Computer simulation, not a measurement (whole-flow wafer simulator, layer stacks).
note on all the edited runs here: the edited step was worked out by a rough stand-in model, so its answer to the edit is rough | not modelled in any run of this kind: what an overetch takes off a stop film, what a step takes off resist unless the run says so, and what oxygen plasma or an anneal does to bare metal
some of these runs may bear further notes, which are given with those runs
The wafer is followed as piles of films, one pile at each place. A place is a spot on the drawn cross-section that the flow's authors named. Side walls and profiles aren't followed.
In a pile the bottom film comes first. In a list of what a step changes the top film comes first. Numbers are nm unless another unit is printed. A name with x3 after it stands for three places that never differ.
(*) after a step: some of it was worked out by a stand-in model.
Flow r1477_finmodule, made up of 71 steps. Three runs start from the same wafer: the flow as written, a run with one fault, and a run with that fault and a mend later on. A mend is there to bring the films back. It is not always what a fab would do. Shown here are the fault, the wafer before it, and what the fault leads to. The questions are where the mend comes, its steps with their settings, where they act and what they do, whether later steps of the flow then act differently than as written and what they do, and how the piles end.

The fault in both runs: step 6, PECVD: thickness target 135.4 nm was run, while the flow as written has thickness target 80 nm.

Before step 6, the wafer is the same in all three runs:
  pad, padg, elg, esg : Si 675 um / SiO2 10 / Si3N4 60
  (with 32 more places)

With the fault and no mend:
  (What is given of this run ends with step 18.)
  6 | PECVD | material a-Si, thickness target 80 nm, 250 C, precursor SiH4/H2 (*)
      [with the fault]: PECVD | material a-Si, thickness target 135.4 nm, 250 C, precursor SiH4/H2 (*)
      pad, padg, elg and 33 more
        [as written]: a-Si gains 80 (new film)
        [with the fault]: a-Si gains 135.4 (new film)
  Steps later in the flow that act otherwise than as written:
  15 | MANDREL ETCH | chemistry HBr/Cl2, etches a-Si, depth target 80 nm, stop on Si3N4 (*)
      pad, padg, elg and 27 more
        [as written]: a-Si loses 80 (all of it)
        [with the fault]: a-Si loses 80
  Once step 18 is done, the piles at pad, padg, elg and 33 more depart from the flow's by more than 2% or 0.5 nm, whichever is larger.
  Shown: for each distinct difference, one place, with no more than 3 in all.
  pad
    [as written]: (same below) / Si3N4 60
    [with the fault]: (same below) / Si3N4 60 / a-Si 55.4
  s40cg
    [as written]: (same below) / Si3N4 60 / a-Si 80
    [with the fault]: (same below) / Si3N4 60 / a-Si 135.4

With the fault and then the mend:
  After step 7 comes the mend.
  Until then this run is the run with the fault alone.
  7a | ETCH | chemistry tmah, depth target 155.7 nm
      pad, padg, elg and 33 more
        a-Si loses 135.4 (all of it)
  7b | PECVD | material a-Si, thickness target 80 nm, 250 C, precursor SiH4/H2 (*) (the flow's step 6 again)
      pad, padg, elg and 33 more
        a-Si gains 80 (new film)
  None of the later steps of the flow acts differently than as written at any place that is followed.
  At every place that both follow, the piles at the end match the flow's.
